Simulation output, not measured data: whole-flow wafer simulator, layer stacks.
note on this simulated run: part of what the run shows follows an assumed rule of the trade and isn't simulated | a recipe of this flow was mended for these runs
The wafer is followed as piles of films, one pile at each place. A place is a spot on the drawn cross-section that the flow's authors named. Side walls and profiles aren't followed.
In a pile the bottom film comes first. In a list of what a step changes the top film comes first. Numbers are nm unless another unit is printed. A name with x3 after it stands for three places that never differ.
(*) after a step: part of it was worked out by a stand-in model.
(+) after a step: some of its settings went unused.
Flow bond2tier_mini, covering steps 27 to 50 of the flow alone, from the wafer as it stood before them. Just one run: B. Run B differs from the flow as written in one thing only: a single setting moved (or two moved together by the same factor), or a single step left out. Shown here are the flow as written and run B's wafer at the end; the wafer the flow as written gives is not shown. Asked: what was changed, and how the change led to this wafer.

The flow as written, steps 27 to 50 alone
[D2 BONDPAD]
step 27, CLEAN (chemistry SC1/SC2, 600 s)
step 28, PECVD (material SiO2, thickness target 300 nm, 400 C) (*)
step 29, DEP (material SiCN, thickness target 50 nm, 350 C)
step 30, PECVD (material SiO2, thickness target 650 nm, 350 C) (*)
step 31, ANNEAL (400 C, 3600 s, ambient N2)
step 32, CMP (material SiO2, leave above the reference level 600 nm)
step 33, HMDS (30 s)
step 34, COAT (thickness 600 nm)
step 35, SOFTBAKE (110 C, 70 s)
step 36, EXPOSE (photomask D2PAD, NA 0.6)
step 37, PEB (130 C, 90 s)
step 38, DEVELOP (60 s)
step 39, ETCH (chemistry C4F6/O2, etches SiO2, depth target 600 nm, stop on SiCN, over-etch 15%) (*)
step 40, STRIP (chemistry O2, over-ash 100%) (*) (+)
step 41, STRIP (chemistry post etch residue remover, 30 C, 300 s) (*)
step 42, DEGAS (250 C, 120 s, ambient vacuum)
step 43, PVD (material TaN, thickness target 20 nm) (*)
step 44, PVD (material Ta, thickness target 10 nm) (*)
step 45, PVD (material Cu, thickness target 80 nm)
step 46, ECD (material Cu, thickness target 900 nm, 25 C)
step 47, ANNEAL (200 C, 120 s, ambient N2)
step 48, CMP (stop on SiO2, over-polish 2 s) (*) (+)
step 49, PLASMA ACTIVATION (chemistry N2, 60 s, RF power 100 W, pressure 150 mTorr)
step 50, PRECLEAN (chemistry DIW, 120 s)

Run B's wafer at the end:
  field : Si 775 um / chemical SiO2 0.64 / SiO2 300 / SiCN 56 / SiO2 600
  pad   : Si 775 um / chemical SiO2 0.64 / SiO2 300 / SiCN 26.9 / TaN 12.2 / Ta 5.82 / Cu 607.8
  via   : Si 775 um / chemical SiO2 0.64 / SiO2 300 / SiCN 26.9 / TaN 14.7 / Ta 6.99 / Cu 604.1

What caused this: step 29, DEP: thickness target 56 nm was run, though the flow has thickness target 50 nm; step 39, ETCH: depth target 672 nm was run, where the flow has depth target 600 nm.
The wafer itself shows it: field has SiCN 56, and step 29 as written asks for 50 nm.

Step by step, how the change led to this:
  step 29, DEP (material SiCN, thickness target 50 nm, 350 C)
      field, pad, via: +56 SiCN (new film) (it would be, as written: +50 SiCN (new film))
  step 39, ETCH (chemistry C4F6/O2, etches SiO2, depth target 600 nm, stop on SiCN, over-etch 15%) (*)
      pad, via: -600 SiO2 (all of it), -29.1 SiCN (it would be, as written: -600 SiO2 (all of it), -15.2 SiCN)
      field: -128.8 thick-KrF-resist (it would be, as written: -115 thick-KrF-resist)
  step 40, STRIP (chemistry O2, over-ash 100%) (*) (+)
      field: -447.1 thick-KrF-resist (all of it) (it would be, as written: -460.9 thick-KrF-resist (all of it))
